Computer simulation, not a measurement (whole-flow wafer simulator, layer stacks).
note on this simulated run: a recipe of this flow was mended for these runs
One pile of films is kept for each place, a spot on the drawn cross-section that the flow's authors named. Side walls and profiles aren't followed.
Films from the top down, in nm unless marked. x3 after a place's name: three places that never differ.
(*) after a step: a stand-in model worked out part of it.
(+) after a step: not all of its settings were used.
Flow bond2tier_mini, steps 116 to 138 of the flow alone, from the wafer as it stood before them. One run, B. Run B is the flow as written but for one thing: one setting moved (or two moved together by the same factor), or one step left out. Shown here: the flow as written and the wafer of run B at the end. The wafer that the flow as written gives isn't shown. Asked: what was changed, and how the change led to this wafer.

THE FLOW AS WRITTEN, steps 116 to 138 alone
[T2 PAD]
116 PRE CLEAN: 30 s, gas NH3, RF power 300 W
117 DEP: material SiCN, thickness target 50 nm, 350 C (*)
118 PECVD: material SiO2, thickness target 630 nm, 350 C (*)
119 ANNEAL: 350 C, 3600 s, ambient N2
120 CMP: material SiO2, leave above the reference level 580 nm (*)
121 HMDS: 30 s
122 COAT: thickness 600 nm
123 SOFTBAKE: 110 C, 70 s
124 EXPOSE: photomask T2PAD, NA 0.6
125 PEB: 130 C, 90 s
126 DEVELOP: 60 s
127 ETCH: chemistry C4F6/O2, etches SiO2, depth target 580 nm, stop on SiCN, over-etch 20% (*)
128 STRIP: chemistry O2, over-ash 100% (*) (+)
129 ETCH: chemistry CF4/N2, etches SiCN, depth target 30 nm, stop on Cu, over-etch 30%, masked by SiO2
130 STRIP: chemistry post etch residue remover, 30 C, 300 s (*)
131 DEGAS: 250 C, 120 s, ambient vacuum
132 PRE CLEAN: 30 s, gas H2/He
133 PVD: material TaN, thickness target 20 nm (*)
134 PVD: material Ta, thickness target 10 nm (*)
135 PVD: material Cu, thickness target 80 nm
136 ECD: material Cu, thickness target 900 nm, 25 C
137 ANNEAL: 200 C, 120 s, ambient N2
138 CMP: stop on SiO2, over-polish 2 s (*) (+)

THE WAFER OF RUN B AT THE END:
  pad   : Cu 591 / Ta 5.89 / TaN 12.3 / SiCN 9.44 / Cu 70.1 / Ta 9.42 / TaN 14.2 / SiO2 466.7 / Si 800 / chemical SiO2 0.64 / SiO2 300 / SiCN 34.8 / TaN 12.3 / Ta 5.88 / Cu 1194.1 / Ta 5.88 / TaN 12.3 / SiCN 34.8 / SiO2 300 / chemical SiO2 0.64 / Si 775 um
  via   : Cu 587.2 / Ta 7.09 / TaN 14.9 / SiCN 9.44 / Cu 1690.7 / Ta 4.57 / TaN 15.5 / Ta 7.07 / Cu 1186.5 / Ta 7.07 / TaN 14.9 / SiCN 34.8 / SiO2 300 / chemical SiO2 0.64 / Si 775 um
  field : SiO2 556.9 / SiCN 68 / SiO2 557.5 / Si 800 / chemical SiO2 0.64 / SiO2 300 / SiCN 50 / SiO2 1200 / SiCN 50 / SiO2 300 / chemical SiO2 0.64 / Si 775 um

The cause: step 117, DEP: thickness target 68 nm was run, where the flow has thickness target 50 nm.
It can be read off the wafer: field has SiCN 68, and step 117 as written asks for 50 nm.

How the change led to this, step by step:
  117 DEP: material SiCN, thickness target 50 nm, 350 C (*)
      field, pad, via: SiCN +68 (new film) (as written it would be: SiCN +50 (new film))
  129 ETCH: chemistry CF4/N2, etches SiCN, depth target 30 nm, stop on Cu, over-etch 30%, masked by SiO2
      pad, via: SiCN -39 (as written it would be: SiCN -30.4 (all of it), Cu -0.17)
  130 STRIP: chemistry post etch residue remover, 30 C, 300 s (*)
      pad, via: nothing (as written it would be: Cu -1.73)
Counting metal films that touch as one body, pad has 3 bodies (between them, from the top down: SiCN 9.44; SiO2 466.7 / Si 800 / chemical SiO2 0.64 / SiO2 300 / SiCN 34.8); the flow as written gives 2 bodies (between them, from the top down: SiO2 466.7 / Si 800 / chemical SiO2 0.64 / SiO2 300 / SiCN 34.8).
Counting metal films that touch as one body, via has 2 bodies (between them, from the top down: SiCN 9.44); the flow as written gives 1 body.
